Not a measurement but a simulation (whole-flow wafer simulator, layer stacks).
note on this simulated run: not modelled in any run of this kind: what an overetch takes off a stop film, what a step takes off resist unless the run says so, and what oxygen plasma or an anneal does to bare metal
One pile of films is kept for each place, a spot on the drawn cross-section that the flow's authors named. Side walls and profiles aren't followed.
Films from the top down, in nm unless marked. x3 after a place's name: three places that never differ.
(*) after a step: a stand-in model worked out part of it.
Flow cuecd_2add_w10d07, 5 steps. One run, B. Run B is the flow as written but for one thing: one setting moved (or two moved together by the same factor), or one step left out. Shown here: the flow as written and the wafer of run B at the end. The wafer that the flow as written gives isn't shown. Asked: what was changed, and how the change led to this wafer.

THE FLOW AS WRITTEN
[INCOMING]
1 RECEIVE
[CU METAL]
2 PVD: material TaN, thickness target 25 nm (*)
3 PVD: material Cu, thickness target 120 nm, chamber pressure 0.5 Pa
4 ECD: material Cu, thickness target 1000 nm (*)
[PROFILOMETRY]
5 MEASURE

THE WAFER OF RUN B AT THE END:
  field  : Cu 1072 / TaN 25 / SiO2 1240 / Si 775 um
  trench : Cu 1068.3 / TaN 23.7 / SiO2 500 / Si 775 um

The cause: step 3, PVD: thickness target 72 nm was run, where the flow has thickness target 120 nm.

How the change led to this, step by step:
  3 PVD: material Cu, thickness target 120 nm, chamber pressure 0.5 Pa
      field: Cu +72 (new film) (as written it would be: Cu +120 (new film))
      trench: Cu +68.3 (new film) (as written it would be: Cu +114 (new film))
